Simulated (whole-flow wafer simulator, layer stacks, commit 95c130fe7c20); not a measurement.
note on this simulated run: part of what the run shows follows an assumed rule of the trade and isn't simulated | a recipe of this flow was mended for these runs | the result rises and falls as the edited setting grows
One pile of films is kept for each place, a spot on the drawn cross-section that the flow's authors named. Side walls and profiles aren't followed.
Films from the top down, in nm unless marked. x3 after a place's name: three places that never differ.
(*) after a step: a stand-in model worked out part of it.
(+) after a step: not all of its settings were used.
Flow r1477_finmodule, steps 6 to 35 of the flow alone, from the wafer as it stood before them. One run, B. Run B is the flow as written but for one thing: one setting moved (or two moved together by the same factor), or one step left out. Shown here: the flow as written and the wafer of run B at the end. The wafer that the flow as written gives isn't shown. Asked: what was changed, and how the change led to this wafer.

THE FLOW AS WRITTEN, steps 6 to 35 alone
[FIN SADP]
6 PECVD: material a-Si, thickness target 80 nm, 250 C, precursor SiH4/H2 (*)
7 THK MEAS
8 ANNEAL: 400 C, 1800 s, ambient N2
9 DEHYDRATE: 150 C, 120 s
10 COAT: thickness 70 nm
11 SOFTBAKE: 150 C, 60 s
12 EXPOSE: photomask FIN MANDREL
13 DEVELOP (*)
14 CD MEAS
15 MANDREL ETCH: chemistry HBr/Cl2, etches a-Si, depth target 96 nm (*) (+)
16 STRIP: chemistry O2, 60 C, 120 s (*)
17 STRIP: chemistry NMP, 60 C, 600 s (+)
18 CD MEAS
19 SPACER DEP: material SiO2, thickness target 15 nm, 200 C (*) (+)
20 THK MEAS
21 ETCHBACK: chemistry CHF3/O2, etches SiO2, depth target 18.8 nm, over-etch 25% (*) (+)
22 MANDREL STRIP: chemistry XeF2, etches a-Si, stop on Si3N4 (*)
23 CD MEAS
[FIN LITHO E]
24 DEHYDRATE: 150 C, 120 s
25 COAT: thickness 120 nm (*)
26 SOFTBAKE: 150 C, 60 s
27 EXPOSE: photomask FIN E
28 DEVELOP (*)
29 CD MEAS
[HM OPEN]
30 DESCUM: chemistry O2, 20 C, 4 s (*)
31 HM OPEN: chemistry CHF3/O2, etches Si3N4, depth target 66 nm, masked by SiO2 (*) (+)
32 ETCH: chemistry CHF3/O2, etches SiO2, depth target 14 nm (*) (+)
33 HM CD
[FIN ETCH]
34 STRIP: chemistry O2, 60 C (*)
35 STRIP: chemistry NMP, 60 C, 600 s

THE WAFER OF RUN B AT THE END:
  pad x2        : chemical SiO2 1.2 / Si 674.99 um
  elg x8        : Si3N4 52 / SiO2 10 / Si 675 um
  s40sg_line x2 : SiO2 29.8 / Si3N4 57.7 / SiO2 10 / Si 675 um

The cause: step 21, ETCHBACK: depth target 21.1 nm was run, where the flow has depth target 18.8 nm.

How the change led to this, step by step:
  21 ETCHBACK: chemistry CHF3/O2, etches SiO2, depth target 18.8 nm, over-etch 25% (*) (+)
      pad x2, elg x8, esg x2 and 12 more: SiO2 -15 (all of it), Si3N4 -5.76 (as written it would be: SiO2 -15 (all of it), Si3N4 -3.62)
  31 HM OPEN: chemistry CHF3/O2, etches Si3N4, depth target 66 nm, masked by SiO2 (*) (+)
      pad x2, esg x2, e40sg x2, e100sg x2, e200sg x2, s40sg x2, s45sg x2, s50sg x2: Si3N4 -52 (all of it), SiO2 -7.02 (as written it would be: Si3N4 -54.1 (all of it), SiO2 -5.95)
  32 ETCH: chemistry CHF3/O2, etches SiO2, depth target 14 nm (*) (+)
      pad x2, esg x2, e40sg x2, e100sg x2, e200sg x2, s40sg x2, s45sg x2, s50sg x2: SiO2 -2.98 (all of it), Si -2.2 (as written it would be: SiO2 -4.05 (all of it), Si -1.99)
